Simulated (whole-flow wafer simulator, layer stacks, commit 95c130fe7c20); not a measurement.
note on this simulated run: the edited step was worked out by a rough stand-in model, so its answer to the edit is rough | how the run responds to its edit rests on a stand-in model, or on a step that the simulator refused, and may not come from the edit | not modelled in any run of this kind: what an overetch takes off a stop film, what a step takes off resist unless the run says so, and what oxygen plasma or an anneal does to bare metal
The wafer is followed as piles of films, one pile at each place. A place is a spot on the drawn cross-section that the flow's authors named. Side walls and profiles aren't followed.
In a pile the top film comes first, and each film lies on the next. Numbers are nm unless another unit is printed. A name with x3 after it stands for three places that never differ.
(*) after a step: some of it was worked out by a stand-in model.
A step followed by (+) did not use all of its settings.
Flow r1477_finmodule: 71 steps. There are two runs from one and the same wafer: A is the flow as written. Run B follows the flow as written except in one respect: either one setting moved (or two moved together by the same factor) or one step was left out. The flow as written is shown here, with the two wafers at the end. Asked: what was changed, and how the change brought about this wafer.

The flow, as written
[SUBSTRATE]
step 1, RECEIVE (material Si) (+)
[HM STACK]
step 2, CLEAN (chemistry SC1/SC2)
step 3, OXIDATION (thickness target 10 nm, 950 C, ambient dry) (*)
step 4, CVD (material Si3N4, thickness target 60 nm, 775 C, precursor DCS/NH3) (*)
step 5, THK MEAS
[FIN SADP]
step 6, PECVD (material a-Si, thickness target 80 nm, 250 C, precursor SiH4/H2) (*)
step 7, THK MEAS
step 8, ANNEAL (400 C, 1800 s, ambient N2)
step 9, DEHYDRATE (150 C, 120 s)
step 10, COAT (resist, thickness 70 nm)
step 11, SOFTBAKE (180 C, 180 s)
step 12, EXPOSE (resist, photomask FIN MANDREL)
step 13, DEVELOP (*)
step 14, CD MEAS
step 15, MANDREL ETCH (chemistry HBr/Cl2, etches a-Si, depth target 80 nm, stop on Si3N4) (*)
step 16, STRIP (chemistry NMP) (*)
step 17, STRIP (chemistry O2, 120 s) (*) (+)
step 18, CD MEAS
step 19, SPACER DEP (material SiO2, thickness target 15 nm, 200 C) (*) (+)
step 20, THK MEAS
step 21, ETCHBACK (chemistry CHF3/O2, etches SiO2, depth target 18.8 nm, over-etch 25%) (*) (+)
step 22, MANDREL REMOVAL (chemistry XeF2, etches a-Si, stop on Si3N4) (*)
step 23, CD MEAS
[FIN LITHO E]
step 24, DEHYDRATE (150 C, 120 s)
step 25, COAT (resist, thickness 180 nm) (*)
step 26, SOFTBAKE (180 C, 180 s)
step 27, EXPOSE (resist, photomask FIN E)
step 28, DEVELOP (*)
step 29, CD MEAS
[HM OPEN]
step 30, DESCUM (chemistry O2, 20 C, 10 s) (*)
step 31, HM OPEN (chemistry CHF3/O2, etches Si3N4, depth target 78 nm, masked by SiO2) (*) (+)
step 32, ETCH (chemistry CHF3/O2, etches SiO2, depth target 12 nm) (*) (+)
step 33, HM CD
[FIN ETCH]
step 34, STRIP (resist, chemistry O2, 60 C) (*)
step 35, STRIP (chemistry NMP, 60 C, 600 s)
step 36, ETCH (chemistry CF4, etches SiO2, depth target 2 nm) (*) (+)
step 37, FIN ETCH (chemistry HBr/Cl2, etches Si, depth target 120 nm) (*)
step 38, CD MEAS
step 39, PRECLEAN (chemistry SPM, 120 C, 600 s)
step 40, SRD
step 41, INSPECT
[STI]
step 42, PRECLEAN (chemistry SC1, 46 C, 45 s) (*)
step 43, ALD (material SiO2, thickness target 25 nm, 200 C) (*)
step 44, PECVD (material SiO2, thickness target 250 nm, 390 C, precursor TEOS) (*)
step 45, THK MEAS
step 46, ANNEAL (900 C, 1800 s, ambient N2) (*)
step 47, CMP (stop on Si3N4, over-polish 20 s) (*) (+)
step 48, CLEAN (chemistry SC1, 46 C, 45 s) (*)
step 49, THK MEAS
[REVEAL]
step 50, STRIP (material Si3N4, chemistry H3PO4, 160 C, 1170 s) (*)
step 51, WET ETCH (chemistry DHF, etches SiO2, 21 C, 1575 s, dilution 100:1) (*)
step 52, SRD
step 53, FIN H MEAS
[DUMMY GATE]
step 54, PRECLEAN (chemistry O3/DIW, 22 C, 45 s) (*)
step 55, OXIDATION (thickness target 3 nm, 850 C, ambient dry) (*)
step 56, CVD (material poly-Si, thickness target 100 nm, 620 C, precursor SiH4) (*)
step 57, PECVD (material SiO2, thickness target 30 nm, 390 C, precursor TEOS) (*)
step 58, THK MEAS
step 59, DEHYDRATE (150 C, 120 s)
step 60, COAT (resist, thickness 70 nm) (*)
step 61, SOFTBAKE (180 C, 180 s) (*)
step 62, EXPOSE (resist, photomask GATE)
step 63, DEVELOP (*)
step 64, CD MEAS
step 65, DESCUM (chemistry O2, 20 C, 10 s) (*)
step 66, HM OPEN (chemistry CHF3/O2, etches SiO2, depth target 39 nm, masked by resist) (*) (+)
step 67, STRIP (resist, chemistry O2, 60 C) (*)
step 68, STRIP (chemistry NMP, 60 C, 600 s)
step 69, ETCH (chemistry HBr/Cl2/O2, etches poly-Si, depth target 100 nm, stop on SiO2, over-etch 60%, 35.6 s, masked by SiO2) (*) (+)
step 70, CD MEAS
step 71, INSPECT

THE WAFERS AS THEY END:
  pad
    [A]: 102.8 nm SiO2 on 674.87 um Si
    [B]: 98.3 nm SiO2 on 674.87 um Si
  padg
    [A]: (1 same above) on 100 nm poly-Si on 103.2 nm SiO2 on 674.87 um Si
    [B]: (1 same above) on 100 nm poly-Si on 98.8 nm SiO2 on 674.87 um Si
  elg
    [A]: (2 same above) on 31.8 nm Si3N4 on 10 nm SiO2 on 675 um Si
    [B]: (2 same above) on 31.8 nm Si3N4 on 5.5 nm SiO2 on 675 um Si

Cause: step 3, OXIDATION: thickness target 5.5 nm was run, whereas the flow has thickness target 10 nm.
One can read it off the wafer: elg has SiO2 5.5, and step 3 as written asks for 10 nm.

The path from the change to this, step by step:
  step 3, OXIDATION (thickness target 10 nm, 950 C, ambient dry) (*)
      pad, padg, elg and 33 more: A +10 SiO2 (new film), -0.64 chemical SiO2 (all of it), -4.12 Si | B +5.5 SiO2 (new film), -0.64 chemical SiO2 (all of it), -2.14 Si
  step 31, HM OPEN (chemistry CHF3/O2, etches Si3N4, depth target 78 nm, masked by SiO2) (*) (+)
      s40cg, s45cg, s50cg, s40co, s45co, s50co: A -60 Si3N4 (all of it), -9 SiO2 | B -60 Si3N4 (all of it), -5.5 SiO2 (all of it)
      pad, padg, esg and 13 more: A -56.4 Si3N4 (all of it), -10 SiO2 (all of it) | B -56.4 Si3N4 (all of it), -5.5 SiO2 (all of it)
  step 32, ETCH (chemistry CHF3/O2, etches SiO2, depth target 12 nm) (*) (+)
      s40cg, s40co: A -1 SiO2 (all of it), -2.2 Si | B -2.09 Si
      s45cg, s45co: A -1 SiO2 (all of it), -2.2 Si | B -2.13 Si
      (and at 2 other places as well)
  step 43, ALD (material SiO2, thickness target 25 nm, 200 C) (*)
      esg: A +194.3 SiO2 (new film) | B +189.8 SiO2 (new film)
  step 47, CMP (stop on Si3N4, over-polish 20 s) (*) (+)
      pad, padg, e40sg and 11 more: A -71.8 SiO2 | B -76.3 SiO2
      eso: A -72.4 SiO2 | B -76.9 SiO2
  step 51, WET ETCH (chemistry DHF, etches SiO2, 21 C, 1575 s, dilution 100:1) (*)
      s40sg_line, s45sg_line, s50sg_line, s40so_line, s45so_line, s50so_line: A -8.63 SiO2 (all of it) | B -4.13 SiO2 (all of it)
  step 56, CVD (material poly-Si, thickness target 100 nm, 620 C, precursor SiH4) (*)
      s40cg, s40co: A +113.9 poly-Si (new film) | B +120.4 poly-Si (new film)
      s45cg, s45co: A +113.4 poly-Si (new film) | B +117.9 poly-Si (new film)
      (and at 2 other places as well)
  step 60, COAT (resist, thickness 70 nm) (*)
      s40cg, s40co: A +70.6 resist (new film) | B +68.9 resist (new film)
      s40sg, s40so: A +91 resist (new film) | B +95.9 resist (new film)
      (and at 4 other places as well)
  step 63, DEVELOP (*)
      s40co: A -70.6 resist (all of it) | B -68.9 resist (all of it)
      s40so: A -91 resist (all of it) | B -95.9 resist (all of it)
      (and at 2 other places as well)
  step 67, STRIP (resist, chemistry O2, 60 C) (*)
      s40cg: A -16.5 resist (all of it) | B -14.8 resist (all of it)
      s40sg: A -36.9 resist (all of it) | B -41.7 resist (all of it)
      (and at 2 other places as well)
  step 69, ETCH (chemistry HBr/Cl2/O2, etches poly-Si, depth target 100 nm, stop on SiO2, over-etch 60%, 35.6 s, masked by SiO2) (*) (+)
      s40co: A -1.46 chemical SiO2 (all of it), -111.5 poly-Si (all of it), -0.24 SiO2 | B -1.46 chemical SiO2 (all of it), -118 poly-Si (all of it), -0.21 SiO2
      s45co: A -1.46 chemical SiO2 (all of it), -110.9 poly-Si (all of it), -0.25 SiO2 | B -1.46 chemical SiO2 (all of it), -115.4 poly-Si (all of it), -0.22 SiO2
      (and at 1 other place as well)
